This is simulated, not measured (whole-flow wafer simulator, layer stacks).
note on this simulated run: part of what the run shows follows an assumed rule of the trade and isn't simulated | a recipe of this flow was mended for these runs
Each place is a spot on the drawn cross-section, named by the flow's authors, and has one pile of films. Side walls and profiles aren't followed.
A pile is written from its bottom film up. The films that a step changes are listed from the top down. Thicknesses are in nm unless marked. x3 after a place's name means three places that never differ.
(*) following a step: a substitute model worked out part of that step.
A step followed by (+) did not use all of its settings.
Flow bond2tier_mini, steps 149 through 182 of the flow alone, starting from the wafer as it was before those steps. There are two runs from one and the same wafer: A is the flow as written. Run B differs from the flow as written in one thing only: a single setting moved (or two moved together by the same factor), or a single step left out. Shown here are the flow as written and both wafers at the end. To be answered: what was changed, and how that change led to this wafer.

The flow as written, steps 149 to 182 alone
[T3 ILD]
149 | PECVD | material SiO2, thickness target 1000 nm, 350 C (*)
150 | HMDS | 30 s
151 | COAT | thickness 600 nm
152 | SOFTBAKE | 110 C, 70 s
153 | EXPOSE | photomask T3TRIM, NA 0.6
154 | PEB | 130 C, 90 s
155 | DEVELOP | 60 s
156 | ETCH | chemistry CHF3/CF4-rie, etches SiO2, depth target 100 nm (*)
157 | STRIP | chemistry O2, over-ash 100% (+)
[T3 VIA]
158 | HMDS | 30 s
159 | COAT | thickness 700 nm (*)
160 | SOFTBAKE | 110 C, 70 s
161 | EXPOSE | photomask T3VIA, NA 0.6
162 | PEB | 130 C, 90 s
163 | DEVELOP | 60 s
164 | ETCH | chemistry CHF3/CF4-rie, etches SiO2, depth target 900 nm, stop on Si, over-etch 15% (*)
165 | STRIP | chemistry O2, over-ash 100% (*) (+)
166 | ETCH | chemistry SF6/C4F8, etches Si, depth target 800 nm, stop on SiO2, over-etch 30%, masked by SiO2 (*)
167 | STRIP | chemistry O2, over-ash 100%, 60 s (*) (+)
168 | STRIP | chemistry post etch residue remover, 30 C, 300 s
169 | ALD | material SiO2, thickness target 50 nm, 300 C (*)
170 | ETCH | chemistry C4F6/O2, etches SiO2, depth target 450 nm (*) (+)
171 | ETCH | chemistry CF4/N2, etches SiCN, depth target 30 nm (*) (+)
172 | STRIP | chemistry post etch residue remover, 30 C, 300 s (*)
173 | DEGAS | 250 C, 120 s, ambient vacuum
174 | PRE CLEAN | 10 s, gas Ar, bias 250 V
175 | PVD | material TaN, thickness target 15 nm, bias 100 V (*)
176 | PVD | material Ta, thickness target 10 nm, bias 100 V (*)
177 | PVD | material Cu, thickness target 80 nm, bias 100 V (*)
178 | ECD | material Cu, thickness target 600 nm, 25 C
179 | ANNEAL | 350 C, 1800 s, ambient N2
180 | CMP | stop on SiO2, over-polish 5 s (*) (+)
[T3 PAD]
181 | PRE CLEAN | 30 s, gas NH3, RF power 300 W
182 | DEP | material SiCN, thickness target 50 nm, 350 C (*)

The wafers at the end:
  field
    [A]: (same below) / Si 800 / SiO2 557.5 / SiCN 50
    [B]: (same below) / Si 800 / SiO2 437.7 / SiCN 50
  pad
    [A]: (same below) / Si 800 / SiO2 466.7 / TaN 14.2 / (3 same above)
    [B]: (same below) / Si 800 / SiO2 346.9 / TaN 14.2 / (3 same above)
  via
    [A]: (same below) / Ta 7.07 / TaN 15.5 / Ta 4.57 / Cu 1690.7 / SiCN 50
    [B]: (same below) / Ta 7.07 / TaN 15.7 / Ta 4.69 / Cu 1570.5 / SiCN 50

The reason: step 149, PECVD: thickness target 880 nm was run, though the flow has thickness target 1000 nm.

How this came from the change, step by step:
  149 | PECVD | material SiO2, thickness target 1000 nm, 350 C (*)
      field, pad, via: A SiO2 gains 1000 (new film) | B SiO2 gains 880 (new film)
  164 | ETCH | chemistry CHF3/CF4-rie, etches SiO2, depth target 900 nm, stop on Si, over-etch 15% (*)
      field, pad: A thick-KrF-resist loses 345 | B thick-KrF-resist loses 299
      via: A SiO2 loses 900 (all of it), Si loses 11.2 | B SiO2 loses 780 (all of it), Si loses 21.2
  165 | STRIP | chemistry O2, over-ash 100% (*) (+)
      field: A thick-KrF-resist loses 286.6 (all of it) | B thick-KrF-resist loses 332.6 (all of it)
      pad: A thick-KrF-resist loses 372.9 (all of it) | B thick-KrF-resist loses 418.9 (all of it)
  177 | PVD | material Cu, thickness target 80 nm, bias 100 V (*)
      via: A Cu gains 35 (new film) | B Cu gains 36 (new film)
  178 | ECD | material Cu, thickness target 600 nm, 25 C
      via: A Cu gains 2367 | B Cu gains 2245.9
